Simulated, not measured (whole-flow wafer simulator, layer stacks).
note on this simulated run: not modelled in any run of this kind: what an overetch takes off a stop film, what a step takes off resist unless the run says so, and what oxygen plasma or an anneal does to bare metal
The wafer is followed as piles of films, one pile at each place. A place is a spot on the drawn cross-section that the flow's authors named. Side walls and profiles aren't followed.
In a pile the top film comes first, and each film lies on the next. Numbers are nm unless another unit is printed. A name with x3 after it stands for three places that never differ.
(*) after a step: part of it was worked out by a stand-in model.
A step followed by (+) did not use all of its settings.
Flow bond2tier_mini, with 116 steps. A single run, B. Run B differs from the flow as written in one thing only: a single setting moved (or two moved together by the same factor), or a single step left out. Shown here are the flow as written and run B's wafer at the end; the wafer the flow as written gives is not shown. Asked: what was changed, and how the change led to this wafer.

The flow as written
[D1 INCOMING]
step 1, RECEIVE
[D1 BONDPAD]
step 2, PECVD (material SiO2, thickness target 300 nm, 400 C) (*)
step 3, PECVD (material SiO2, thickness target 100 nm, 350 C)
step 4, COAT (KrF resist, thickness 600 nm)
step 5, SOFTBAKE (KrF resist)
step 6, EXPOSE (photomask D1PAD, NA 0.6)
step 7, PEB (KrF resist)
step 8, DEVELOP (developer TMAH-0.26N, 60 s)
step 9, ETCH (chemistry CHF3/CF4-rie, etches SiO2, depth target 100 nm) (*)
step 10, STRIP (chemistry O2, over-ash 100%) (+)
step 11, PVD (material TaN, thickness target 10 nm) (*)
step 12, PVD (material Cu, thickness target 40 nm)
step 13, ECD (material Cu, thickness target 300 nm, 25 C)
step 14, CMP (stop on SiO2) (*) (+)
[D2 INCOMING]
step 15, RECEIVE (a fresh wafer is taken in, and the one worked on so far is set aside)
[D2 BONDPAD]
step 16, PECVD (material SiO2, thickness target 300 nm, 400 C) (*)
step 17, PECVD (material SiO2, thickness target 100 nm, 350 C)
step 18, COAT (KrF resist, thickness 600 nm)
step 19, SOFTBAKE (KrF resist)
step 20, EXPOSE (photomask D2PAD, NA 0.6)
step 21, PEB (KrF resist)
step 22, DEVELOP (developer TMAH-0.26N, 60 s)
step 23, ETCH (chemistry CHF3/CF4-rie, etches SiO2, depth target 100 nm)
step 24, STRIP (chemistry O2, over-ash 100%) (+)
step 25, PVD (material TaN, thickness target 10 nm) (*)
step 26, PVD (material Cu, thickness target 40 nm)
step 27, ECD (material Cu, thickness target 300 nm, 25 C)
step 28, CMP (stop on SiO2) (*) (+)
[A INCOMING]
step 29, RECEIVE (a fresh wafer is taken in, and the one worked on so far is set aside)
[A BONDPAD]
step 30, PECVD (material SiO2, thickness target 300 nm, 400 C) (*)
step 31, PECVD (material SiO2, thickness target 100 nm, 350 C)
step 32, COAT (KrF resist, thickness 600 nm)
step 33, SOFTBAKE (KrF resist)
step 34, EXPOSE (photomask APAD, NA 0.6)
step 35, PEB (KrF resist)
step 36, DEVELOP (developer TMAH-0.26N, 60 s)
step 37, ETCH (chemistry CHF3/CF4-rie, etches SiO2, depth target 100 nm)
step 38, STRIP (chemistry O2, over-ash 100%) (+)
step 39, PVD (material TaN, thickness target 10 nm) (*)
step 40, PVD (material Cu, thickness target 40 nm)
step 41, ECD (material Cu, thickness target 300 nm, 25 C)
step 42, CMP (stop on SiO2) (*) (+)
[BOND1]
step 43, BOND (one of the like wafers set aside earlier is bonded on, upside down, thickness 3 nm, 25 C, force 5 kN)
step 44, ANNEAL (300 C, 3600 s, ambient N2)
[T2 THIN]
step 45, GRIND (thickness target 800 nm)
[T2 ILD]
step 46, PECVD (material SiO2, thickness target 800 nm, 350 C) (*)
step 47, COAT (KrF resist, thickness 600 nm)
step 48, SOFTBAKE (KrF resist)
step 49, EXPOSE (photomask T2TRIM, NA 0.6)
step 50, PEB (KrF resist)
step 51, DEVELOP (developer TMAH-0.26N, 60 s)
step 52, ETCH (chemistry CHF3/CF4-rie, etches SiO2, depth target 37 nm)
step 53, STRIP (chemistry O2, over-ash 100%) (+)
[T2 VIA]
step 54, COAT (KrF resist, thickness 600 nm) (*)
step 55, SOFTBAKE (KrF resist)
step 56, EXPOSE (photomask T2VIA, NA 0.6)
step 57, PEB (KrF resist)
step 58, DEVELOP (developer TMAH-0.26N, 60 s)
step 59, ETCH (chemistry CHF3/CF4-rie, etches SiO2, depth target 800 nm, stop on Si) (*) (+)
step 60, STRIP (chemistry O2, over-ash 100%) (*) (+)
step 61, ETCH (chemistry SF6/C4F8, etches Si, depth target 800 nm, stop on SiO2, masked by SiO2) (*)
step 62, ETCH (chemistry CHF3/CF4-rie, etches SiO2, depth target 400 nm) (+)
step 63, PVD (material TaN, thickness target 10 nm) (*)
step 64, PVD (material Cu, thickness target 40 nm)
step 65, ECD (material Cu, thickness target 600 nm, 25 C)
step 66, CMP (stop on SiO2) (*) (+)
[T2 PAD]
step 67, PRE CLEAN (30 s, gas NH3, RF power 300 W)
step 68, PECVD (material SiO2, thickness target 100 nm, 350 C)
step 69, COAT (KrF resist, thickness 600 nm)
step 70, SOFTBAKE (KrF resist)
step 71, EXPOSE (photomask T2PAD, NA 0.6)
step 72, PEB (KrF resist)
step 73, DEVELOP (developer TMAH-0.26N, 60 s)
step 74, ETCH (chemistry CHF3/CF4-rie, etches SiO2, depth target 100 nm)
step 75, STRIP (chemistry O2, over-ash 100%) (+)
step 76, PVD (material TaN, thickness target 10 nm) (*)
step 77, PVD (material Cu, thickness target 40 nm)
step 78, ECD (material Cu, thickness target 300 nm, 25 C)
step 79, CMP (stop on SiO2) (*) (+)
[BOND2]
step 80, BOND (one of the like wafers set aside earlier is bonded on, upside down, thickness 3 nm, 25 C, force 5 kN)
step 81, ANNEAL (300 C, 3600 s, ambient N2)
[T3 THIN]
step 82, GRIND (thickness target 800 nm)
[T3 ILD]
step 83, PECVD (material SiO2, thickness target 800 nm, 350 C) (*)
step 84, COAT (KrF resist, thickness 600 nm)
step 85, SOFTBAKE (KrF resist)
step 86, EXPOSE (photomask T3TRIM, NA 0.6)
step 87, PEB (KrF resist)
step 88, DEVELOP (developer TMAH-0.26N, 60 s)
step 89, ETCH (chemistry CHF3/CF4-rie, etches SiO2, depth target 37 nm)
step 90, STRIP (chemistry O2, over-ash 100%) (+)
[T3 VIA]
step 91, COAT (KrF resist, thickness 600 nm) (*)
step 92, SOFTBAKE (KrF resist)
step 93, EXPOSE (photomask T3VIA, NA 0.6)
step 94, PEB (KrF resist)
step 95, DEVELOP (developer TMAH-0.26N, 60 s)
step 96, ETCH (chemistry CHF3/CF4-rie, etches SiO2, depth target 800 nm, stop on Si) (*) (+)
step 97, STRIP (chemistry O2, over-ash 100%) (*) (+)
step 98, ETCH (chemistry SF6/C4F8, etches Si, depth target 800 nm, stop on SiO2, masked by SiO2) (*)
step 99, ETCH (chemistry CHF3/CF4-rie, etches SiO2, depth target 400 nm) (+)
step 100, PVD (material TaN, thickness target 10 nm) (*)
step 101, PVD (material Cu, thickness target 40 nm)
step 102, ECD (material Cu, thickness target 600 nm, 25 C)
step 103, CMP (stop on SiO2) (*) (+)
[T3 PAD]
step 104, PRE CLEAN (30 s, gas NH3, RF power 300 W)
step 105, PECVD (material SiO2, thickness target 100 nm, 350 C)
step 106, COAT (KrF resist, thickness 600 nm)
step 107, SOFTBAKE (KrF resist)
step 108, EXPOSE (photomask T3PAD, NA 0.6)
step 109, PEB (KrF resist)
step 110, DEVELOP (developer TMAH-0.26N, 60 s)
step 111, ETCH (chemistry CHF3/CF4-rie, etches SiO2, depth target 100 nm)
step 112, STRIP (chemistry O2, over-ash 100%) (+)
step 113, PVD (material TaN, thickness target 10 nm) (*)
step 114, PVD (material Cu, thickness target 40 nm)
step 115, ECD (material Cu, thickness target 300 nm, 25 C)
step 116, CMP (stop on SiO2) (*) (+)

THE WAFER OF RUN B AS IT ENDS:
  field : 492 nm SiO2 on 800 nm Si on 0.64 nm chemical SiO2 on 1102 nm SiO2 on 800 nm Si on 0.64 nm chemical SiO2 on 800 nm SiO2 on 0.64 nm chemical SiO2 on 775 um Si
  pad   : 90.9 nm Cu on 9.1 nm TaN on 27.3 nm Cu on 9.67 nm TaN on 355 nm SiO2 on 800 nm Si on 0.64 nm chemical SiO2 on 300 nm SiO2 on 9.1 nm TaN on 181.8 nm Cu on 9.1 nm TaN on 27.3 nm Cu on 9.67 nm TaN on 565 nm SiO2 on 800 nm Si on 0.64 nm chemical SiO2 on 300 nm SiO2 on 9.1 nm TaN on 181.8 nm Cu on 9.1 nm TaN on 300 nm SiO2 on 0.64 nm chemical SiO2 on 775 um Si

What caused this: step 62, ETCH: depth target 190 nm was run, whereas the flow has depth target 400 nm.

How this came from the change, step by step:
  step 62, ETCH (chemistry CHF3/CF4-rie, etches SiO2, depth target 400 nm) (+)
      field, pad: SiO2 loses 190 (in the flow as written it would be: SiO2 loses 400)
